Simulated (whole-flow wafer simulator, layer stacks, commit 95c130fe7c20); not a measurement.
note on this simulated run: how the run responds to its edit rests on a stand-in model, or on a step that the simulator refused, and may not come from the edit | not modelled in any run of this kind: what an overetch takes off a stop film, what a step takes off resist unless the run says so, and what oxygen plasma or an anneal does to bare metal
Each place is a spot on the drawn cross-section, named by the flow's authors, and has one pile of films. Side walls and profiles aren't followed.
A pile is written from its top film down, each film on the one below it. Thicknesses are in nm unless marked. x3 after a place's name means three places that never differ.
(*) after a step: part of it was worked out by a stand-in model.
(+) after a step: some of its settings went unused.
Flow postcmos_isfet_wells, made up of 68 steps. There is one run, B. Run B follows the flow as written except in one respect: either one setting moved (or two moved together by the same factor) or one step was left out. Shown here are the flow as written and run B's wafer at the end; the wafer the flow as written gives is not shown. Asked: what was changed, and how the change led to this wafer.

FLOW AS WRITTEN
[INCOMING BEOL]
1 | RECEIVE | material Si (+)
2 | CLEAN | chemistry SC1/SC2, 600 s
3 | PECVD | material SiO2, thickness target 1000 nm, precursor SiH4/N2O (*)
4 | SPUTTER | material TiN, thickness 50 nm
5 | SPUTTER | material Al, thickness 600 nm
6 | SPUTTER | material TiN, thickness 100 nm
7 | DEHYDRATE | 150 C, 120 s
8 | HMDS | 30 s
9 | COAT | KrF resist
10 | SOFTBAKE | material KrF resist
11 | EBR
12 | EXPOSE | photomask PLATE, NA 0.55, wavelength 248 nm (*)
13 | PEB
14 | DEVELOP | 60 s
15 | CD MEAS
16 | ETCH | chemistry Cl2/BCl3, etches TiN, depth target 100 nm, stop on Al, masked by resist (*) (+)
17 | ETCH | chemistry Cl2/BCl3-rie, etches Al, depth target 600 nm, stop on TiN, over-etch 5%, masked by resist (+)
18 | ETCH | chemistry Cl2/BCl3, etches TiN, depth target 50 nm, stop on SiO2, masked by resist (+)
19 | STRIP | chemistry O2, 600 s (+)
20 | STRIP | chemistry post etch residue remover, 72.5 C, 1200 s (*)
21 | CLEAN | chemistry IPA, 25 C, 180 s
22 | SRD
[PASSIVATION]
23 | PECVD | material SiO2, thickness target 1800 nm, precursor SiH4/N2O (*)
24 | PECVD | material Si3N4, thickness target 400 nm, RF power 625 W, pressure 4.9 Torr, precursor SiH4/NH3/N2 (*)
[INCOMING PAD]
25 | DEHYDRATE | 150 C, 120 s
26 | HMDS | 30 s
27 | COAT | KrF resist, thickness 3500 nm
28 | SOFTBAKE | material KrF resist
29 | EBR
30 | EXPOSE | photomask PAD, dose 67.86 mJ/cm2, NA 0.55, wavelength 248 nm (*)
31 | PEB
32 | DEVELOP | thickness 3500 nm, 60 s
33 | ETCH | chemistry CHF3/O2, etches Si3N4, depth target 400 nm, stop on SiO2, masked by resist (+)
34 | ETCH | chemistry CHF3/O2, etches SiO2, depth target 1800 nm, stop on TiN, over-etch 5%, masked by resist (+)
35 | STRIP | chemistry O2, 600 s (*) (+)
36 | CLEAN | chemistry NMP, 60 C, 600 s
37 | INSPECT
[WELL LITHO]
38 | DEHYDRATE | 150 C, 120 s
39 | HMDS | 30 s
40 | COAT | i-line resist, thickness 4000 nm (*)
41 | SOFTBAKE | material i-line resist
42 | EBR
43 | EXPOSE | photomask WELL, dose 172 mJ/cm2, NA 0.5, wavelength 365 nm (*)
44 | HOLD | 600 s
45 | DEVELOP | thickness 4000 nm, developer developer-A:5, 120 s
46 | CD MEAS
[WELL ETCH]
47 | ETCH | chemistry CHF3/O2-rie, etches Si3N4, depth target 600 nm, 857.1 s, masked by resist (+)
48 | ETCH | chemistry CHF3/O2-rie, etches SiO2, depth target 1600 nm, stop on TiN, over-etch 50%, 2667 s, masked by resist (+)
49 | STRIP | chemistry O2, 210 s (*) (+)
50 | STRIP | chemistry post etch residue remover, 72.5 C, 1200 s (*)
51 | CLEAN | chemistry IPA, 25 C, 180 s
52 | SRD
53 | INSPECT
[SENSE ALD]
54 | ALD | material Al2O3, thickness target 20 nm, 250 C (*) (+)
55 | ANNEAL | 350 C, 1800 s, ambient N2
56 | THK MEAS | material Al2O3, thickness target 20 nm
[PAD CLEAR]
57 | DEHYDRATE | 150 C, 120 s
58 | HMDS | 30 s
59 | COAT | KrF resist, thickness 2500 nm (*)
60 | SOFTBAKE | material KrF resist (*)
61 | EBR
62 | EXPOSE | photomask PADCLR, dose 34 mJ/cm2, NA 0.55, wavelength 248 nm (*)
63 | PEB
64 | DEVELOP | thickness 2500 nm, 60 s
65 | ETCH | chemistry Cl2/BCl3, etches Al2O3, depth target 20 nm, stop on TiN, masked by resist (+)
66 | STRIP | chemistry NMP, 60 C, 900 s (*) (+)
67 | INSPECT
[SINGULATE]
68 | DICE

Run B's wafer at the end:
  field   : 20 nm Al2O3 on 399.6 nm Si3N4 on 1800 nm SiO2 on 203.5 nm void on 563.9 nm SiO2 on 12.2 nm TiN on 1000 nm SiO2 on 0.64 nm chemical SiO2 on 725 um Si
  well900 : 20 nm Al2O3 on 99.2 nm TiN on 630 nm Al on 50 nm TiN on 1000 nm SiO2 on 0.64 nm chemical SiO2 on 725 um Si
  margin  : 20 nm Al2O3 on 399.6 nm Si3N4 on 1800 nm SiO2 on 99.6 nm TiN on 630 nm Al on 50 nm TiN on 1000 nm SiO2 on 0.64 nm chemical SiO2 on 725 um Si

What caused this: step 5, SPUTTER: thickness 630 nm was run, though the flow has thickness 600 nm.
The wafer lets one read it off: well900 has Al 630, and step 5 as written asks for 600 nm.

Step by step, how the change led to this:
  5 | SPUTTER | material Al, thickness 600 nm
      field, margin, well900 and 6 more: Al gains 630 (new film) (in the flow as written it would be: Al gains 600 (new film))
  17 | ETCH | chemistry Cl2/BCl3-rie, etches Al, depth target 600 nm, stop on TiN, over-etch 5%, masked by resist (+)
      field: Al loses 600 (in the flow as written it would be: Al loses 600 (all of it))
  18 | ETCH | chemistry Cl2/BCl3, etches TiN, depth target 50 nm, stop on SiO2, masked by resist (+)
      field: Al loses 30 (all of it), TiN loses 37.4 (in the flow as written it would be: TiN loses 50 (all of it))
  23 | PECVD | material SiO2, thickness target 1800 nm, precursor SiH4/N2O (*)
      field: SiO2 gains 1800 (new film), void gains 203.5 (new film), SiO2 gains 563.9 (new film) (in the flow as written it would be: SiO2 gains 1800 (new film), void gains 189.9 (new film), SiO2 gains 559.7)
If metal films that touch count as one body, field has 1 body; the flow as written gives 0 bodies.
